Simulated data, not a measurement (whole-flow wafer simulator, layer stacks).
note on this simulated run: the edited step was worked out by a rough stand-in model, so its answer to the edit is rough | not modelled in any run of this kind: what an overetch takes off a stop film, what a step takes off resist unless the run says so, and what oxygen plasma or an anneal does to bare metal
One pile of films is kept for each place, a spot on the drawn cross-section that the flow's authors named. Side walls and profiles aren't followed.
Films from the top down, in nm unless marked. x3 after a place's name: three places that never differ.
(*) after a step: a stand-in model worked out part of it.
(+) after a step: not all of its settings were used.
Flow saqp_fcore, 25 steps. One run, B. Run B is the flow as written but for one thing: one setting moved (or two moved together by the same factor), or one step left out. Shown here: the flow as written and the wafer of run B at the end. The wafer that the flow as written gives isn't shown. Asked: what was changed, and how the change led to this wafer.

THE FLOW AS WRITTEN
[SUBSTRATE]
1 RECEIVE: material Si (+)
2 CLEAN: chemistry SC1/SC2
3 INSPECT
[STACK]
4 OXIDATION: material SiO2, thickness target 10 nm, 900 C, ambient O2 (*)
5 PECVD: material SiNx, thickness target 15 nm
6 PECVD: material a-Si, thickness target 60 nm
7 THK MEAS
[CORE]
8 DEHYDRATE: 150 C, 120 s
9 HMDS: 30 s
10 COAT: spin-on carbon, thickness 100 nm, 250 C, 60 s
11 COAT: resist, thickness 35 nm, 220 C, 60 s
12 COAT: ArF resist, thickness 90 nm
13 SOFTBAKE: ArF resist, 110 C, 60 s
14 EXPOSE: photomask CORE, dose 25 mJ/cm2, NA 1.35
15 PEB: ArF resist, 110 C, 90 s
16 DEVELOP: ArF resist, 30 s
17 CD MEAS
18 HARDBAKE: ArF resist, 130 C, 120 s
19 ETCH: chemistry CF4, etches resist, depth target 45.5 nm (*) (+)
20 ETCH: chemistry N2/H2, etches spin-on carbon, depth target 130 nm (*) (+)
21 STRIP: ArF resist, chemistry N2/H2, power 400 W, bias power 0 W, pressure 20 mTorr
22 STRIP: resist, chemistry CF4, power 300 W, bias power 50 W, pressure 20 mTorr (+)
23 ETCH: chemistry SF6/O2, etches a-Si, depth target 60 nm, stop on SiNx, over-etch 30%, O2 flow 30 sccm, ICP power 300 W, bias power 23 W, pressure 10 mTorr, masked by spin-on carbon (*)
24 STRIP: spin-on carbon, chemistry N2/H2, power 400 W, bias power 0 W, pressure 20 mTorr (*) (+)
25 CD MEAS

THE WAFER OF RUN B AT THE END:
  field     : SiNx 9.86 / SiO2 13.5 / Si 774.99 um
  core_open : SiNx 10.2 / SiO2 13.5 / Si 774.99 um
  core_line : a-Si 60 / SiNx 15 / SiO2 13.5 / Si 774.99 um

The cause: step 4, OXIDATION: thickness target 13.5 nm was run, where the flow has thickness target 10 nm.
It can be read off the wafer: field has SiO2 13.5, and step 4 as written asks for 10 nm.

How the change led to this, step by step:
  4 OXIDATION: material SiO2, thickness target 10 nm, 900 C, ambient O2 (*)
      field, core_open, core_line: SiO2 +13.5 (new film), chemical SiO2 -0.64 (all of it), Si -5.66 (as written it would be: SiO2 +10 (new film), chemical SiO2 -0.64 (all of it), Si -4.12)
